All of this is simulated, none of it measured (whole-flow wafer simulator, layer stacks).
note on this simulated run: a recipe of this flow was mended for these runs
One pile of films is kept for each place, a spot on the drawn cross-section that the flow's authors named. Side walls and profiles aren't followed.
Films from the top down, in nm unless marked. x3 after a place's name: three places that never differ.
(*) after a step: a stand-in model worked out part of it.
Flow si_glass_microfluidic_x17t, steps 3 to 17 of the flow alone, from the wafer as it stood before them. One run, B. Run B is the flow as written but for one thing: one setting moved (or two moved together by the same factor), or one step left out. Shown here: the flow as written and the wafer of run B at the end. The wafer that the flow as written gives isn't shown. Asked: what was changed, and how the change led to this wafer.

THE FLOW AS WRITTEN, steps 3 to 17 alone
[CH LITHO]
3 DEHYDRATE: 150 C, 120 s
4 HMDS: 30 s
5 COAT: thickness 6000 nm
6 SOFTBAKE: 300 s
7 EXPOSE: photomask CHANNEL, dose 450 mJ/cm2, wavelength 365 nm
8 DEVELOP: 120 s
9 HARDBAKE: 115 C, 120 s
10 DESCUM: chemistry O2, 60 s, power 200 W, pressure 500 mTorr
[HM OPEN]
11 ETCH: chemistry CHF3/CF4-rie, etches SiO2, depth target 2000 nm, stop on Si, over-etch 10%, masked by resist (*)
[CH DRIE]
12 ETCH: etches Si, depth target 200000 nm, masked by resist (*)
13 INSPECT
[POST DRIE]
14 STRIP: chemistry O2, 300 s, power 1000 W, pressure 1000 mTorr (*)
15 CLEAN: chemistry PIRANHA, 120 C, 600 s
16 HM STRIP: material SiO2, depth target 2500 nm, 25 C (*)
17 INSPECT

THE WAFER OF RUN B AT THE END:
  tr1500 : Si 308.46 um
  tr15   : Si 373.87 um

The cause: step 5, COAT: thickness 5325 nm was run, where the flow has thickness 6000 nm.

How the change led to this, step by step:
  5 COAT: thickness 6000 nm
      land, tr110, tr1500, tr15: thick-i-line-resist +5325 (new film) (as written it would be: thick-i-line-resist +6000 (new film))
  8 DEVELOP: 120 s
      tr110, tr1500, tr15: thick-i-line-resist -5325 (all of it) (as written it would be: thick-i-line-resist -6000 (all of it))
  9 HARDBAKE: 115 C, 120 s
      land: thick-i-line-resist -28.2 (as written it would be: thick-i-line-resist -33.5)
  12 ETCH: etches Si, depth target 200000 nm, masked by resist (*)
      tr1500: Si -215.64 um (as written it would be: Si -215.73 um)
      tr15: Si -150.23 um (as written it would be: Si -149.99 um)
  14 STRIP: chemistry O2, 300 s, power 1000 W, pressure 1000 mTorr (*)
      land: thick-i-line-resist -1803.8 (all of it) (as written it would be: thick-i-line-resist -2472.3 (all of it))
